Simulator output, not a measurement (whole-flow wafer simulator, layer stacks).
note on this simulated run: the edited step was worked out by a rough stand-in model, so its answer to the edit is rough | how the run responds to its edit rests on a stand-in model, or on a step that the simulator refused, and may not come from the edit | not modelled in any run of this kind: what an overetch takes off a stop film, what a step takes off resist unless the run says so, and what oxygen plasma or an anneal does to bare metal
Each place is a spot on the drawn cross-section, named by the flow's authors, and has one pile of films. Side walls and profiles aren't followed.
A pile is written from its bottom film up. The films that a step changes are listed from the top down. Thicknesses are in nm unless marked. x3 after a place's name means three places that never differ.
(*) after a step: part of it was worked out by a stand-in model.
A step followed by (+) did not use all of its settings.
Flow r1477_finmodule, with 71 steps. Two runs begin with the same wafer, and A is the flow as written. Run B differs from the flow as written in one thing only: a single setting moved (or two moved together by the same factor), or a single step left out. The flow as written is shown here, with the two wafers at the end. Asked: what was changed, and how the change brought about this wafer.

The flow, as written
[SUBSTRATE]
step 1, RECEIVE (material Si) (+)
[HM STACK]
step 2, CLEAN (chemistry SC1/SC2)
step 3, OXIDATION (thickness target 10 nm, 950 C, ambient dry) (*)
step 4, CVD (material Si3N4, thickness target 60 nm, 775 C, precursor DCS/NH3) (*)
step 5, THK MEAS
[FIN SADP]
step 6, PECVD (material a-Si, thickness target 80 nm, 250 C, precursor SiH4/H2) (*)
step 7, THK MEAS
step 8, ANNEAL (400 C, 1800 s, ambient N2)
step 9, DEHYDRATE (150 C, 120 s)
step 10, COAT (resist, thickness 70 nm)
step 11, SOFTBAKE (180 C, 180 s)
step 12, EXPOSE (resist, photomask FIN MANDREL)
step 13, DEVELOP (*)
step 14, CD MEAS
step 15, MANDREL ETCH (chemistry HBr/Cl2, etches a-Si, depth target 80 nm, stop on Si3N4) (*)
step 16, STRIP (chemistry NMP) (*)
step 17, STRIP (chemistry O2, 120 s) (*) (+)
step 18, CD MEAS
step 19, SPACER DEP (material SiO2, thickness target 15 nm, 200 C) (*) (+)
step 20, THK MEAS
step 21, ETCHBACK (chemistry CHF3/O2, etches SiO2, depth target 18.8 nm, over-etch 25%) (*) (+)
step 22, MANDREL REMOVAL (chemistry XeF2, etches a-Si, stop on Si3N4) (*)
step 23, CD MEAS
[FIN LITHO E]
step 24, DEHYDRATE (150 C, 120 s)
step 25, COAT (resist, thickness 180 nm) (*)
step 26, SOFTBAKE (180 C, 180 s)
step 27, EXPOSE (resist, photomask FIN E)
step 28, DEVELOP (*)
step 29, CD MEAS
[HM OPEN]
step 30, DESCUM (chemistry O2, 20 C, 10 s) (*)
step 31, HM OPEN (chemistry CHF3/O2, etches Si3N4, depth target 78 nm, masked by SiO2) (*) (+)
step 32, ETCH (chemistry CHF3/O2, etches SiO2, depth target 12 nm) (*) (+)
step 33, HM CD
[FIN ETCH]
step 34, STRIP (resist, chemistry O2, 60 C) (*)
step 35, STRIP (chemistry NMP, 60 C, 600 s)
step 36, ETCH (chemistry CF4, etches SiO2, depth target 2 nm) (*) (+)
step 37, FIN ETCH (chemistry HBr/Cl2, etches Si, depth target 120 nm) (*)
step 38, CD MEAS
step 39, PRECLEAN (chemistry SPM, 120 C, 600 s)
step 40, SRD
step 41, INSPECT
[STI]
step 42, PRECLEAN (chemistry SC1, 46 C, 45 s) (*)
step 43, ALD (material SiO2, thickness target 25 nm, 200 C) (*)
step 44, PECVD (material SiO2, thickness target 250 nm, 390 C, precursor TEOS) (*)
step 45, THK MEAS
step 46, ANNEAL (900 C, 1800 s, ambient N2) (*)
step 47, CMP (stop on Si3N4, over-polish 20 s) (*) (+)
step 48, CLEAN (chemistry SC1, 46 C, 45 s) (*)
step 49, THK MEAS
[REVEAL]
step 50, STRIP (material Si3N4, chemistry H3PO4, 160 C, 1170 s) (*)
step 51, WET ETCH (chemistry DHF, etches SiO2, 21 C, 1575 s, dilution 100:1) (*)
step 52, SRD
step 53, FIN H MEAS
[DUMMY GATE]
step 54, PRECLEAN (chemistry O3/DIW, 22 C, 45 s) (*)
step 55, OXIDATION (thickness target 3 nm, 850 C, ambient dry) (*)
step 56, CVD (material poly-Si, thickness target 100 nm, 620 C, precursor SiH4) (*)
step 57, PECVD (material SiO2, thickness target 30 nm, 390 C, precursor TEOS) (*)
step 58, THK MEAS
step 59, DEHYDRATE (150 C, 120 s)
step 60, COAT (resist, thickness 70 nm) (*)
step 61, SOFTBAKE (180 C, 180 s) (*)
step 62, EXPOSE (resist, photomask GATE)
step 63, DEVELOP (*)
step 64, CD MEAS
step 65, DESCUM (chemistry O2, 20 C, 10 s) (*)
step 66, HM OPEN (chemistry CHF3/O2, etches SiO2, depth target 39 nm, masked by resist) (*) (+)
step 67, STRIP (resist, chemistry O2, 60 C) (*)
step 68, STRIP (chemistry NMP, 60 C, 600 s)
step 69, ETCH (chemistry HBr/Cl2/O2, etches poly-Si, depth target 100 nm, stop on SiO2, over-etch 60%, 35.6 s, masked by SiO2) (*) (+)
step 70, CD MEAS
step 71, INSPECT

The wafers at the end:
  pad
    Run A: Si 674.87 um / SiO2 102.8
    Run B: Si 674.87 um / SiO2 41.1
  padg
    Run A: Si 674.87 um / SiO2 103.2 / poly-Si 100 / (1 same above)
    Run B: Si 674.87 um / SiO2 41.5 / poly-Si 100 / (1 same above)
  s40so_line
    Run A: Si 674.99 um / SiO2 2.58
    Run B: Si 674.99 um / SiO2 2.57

The reason: step 44, PECVD: thickness target 110 nm was run, while the flow as written has thickness target 250 nm.

Step by step, how the change led to this:
  step 44, PECVD (material SiO2, thickness target 250 nm, 390 C, precursor TEOS) (*)
      pad, padg, elg and 33 more: A SiO2 gains 250 | B SiO2 gains 110
  step 46, ANNEAL (900 C, 1800 s, ambient N2) (*)
      pad, padg, elg and 33 more: A SiO2 loses 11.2 | B SiO2 loses 4.95
  step 47, CMP (stop on Si3N4, over-polish 20 s) (*) (+)
      pad, padg, e40sg and 11 more: A SiO2 loses 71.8 | B nothing
      eso: A SiO2 loses 72.4 | B nothing
      (also at 21 further places)
  step 60, COAT (resist, thickness 70 nm) (*)
      e40lg, e100lg, e200lg, elo, e40lo, e100lo, e200lo: A resist gains 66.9 (new film) | B resist gains 63.8 (new film)
      e40sg, e40so: A resist gains 129.5 (new film) | B resist gains 188.2 (new film)
      (also at 23 further places)
  step 63, DEVELOP (*)
      elo, e40lo, e100lo, e200lo: A resist loses 66.9 (all of it) | B resist loses 63.8 (all of it)
      eso: A resist loses 129.5 (all of it) | B resist loses 187.6 (all of it)
      (also at 12 further places)
  step 67, STRIP (resist, chemistry O2, 60 C) (*)
      e40lg: A resist loses 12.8 (all of it) | B resist loses 9.67 (all of it)
      e40sg: A resist loses 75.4 (all of it) | B resist loses 134.1 (all of it)
      (also at 13 further places)
